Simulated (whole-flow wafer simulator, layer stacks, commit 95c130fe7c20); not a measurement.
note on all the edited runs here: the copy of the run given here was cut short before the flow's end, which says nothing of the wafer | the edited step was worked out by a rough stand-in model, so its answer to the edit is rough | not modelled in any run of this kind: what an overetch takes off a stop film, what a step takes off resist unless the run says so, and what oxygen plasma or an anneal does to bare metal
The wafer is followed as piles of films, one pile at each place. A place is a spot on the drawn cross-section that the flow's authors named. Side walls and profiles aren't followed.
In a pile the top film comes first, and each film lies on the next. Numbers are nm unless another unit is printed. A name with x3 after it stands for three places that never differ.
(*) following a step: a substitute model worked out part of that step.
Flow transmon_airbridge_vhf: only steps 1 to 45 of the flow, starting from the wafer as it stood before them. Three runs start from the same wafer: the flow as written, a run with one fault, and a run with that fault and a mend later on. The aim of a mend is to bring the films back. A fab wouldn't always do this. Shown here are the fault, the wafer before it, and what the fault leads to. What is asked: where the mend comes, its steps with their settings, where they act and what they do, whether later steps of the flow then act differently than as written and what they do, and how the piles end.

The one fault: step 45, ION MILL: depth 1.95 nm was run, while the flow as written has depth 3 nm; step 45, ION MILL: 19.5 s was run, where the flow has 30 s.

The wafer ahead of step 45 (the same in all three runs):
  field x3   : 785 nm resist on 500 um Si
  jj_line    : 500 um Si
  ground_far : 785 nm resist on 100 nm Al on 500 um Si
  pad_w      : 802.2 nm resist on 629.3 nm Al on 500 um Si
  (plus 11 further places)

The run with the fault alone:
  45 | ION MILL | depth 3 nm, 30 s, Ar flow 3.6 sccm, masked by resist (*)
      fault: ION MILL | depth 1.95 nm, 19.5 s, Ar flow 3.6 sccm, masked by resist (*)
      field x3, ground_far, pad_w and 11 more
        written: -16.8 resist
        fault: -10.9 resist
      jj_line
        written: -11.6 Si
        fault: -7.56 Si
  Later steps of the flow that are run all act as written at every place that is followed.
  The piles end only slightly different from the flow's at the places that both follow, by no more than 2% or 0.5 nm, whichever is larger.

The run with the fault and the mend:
  After step 45 comes the mend.
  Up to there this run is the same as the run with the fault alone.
  45a | ION MILL | depth 1.05 nm, 10.5 s, Ar flow 3.6 sccm, masked by resist (*) (the flow's step 45, run once more with other settings)
      field x3, ground_far, pad_w and 11 more
        -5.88 resist
      jj_line
        -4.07 Si
  Later steps of the flow that are run all act as written at every place that is followed.
  At every place that both follow, the piles at the end match the flow's.
